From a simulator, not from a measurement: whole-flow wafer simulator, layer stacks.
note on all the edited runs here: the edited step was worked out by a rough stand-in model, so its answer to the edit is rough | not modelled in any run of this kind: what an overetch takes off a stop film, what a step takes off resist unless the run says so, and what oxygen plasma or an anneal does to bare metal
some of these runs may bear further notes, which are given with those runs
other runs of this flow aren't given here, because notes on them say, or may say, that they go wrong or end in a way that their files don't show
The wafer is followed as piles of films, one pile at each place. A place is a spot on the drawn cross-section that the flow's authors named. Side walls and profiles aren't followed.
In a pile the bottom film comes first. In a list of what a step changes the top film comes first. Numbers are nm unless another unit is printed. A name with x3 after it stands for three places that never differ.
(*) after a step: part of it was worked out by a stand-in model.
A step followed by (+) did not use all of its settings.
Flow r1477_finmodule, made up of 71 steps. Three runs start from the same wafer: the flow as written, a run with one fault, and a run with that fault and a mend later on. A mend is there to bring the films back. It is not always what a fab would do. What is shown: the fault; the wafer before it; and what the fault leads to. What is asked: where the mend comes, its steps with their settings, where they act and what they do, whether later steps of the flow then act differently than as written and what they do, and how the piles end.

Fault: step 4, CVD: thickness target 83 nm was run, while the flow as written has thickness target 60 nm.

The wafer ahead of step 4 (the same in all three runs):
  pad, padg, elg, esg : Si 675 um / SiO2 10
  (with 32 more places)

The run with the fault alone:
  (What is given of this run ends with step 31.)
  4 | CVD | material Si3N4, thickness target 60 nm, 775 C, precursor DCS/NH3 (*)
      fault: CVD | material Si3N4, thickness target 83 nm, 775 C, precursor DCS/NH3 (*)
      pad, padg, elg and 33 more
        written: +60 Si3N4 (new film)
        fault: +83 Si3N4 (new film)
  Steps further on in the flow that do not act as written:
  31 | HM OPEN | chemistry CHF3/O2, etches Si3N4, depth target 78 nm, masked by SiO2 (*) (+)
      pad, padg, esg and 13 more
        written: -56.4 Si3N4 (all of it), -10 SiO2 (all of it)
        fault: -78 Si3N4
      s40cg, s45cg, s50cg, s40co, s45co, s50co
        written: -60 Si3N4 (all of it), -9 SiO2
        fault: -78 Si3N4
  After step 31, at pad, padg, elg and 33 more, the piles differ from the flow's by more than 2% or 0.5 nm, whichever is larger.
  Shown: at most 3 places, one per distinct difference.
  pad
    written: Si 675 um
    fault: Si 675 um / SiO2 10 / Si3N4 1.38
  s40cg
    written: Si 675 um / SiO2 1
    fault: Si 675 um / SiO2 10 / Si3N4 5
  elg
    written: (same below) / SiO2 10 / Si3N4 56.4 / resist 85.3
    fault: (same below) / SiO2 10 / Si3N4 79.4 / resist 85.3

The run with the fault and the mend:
  The mend follows step 5.
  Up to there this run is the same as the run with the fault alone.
  5a | ETCH | chemistry h3po4, depth target 23 nm
      pad, padg, elg and 33 more
        -23 Si3N4
  Every later step of the flow that is run acts as written at every place that is followed.
  The piles end the same as the flow's at every place that both follow.
